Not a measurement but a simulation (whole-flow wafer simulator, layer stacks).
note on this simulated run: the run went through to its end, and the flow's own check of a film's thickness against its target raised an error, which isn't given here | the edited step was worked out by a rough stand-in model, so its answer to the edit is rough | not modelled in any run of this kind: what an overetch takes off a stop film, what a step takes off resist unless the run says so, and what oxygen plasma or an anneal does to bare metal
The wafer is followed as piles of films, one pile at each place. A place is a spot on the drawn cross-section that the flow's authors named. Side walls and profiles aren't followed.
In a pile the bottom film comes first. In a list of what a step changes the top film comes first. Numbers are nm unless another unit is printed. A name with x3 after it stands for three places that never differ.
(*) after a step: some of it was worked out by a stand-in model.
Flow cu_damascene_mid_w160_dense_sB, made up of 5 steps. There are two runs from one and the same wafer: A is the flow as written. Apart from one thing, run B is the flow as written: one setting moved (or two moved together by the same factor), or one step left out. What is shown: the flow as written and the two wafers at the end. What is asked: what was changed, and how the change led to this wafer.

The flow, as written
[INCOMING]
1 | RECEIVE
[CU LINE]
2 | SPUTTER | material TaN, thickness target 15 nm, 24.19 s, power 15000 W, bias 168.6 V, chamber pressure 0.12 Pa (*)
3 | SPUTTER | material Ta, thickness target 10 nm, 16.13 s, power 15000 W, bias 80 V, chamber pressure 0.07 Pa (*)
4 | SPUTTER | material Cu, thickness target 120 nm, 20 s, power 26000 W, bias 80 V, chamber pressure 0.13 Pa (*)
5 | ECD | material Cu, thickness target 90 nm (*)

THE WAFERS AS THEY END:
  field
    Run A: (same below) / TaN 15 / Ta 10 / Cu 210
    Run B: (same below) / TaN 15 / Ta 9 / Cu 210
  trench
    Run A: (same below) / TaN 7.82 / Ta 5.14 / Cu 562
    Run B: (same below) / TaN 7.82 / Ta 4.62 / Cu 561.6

Cause: step 3, SPUTTER: thickness target 9 nm was run, while the flow as written has thickness target 10 nm; step 3, SPUTTER: 14.52 s was run, where the flow has 16.13 s.
One can read it off the wafer: field has Ta 9, and step 3 as written asks for 10 nm.

Step by step, how the change led to this:
  3 | SPUTTER | material Ta, thickness target 10 nm, 16.13 s, power 15000 W, bias 80 V, chamber pressure 0.07 Pa (*)
      field: A Ta gains 10 (new film) | B Ta gains 9 (new film)
      trench: A Ta gains 5.14 (new film) | B Ta gains 4.62 (new film)
